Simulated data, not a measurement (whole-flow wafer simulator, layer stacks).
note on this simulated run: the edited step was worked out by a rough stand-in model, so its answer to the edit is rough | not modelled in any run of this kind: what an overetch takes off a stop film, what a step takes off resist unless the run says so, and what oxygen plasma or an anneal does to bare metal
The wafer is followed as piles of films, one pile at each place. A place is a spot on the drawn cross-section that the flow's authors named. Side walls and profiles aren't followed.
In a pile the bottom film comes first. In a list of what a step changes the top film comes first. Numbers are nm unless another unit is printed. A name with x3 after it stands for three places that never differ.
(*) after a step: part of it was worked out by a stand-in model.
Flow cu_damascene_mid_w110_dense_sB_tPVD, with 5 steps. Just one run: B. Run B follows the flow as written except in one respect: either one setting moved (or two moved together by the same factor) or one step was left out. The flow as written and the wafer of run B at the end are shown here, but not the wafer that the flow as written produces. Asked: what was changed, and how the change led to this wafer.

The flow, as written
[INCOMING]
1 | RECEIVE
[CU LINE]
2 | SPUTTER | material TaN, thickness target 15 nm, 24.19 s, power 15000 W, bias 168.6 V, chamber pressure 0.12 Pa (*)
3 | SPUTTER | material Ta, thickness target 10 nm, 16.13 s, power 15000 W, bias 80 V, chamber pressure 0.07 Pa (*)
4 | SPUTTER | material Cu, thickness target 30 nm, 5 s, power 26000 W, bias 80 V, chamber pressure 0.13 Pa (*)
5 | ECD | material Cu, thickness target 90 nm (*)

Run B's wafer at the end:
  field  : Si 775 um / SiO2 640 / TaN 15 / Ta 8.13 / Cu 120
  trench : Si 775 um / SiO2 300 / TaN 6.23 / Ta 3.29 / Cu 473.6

Cause: step 3, SPUTTER: 13.11 s was run, though the flow has 16.13 s.

The path from the change to this, step by step:
  3 | SPUTTER | material Ta, thickness target 10 nm, 16.13 s, power 15000 W, bias 80 V, chamber pressure 0.07 Pa (*)
      field: +8.13 Ta (new film) (it would be, as written: +10 Ta (new film))
      trench: +3.29 Ta (new film) (it would be, as written: +4.05 Ta (new film))
